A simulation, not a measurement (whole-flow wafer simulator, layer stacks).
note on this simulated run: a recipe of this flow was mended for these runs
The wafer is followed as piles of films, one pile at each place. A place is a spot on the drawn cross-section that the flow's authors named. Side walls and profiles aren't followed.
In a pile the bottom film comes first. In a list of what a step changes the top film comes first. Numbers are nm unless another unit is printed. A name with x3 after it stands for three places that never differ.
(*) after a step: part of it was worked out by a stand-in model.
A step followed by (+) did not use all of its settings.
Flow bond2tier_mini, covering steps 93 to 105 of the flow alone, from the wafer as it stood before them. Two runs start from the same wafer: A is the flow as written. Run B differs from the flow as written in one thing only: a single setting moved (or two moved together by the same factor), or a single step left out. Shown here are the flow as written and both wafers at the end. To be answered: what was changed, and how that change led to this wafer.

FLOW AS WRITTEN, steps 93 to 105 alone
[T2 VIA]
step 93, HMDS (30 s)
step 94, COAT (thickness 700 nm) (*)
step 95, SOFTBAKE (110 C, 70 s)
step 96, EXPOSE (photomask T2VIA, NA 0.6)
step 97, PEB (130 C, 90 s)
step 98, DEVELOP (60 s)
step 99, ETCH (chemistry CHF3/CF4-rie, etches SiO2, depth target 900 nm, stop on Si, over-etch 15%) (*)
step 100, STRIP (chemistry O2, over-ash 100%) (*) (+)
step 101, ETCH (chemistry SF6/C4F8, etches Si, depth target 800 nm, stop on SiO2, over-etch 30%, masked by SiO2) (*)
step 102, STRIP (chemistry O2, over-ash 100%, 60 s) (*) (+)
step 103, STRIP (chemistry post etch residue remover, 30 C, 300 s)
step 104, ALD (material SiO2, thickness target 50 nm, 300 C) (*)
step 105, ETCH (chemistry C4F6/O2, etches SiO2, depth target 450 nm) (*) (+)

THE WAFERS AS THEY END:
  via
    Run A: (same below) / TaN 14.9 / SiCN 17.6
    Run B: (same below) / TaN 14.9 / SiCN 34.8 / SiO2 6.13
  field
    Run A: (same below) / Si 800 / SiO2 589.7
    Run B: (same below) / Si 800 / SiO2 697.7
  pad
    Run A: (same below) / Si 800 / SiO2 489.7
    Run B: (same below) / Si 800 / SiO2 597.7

The reason: step 105, ETCH: depth target 342 nm was run, though the flow has depth target 450 nm.

Step by step, how the change led to this:
  step 105, ETCH (chemistry C4F6/O2, etches SiO2, depth target 450 nm) (*) (+)
      via: A -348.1 SiO2 (all of it), -17.2 SiCN | B -342 SiO2
      field, pad: A -450 SiO2 | B -342 SiO2
